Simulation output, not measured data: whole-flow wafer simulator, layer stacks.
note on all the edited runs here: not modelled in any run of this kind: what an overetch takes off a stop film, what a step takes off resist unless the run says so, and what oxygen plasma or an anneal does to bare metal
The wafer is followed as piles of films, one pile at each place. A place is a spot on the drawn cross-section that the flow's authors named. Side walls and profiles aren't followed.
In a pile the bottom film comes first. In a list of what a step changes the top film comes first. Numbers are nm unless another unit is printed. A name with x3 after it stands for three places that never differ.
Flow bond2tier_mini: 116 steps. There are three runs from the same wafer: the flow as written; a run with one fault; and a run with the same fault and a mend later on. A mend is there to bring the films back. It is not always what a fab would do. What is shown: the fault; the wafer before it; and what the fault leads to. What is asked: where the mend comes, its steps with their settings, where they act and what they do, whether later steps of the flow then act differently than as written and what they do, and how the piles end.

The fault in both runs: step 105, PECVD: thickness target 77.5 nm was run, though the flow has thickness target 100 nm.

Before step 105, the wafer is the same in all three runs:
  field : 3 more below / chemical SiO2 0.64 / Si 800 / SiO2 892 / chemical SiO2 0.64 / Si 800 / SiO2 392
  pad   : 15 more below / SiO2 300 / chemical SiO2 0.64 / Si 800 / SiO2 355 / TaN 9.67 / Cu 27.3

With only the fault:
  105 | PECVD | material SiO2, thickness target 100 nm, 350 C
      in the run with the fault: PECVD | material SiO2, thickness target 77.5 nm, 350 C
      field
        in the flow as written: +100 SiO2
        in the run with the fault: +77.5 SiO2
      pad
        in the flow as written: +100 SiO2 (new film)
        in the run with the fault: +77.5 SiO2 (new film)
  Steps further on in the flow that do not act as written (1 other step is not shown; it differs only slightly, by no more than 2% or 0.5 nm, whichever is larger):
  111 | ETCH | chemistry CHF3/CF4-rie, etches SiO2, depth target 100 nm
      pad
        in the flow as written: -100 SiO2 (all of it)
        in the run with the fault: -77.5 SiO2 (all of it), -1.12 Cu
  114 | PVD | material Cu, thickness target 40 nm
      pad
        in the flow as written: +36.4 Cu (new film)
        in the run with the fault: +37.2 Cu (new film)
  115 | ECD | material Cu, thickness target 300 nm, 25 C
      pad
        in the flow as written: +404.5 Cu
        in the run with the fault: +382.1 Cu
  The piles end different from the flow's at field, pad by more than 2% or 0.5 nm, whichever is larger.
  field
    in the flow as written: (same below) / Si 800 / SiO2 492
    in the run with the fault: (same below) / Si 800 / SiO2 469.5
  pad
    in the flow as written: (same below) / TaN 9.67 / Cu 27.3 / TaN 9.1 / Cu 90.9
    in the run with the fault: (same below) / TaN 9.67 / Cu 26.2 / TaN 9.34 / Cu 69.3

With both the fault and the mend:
  After step 105 comes the mend.
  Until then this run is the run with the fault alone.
  105a | PECVD | material SiO2, thickness target 22.5 nm, 350 C (a further turn of the flow's step 105, with different settings)
      field, pad
        +22.5 SiO2
  None of the later steps of the flow acts differently than as written at any place that is followed.
  The piles end the same as the flow's at every place that both follow.
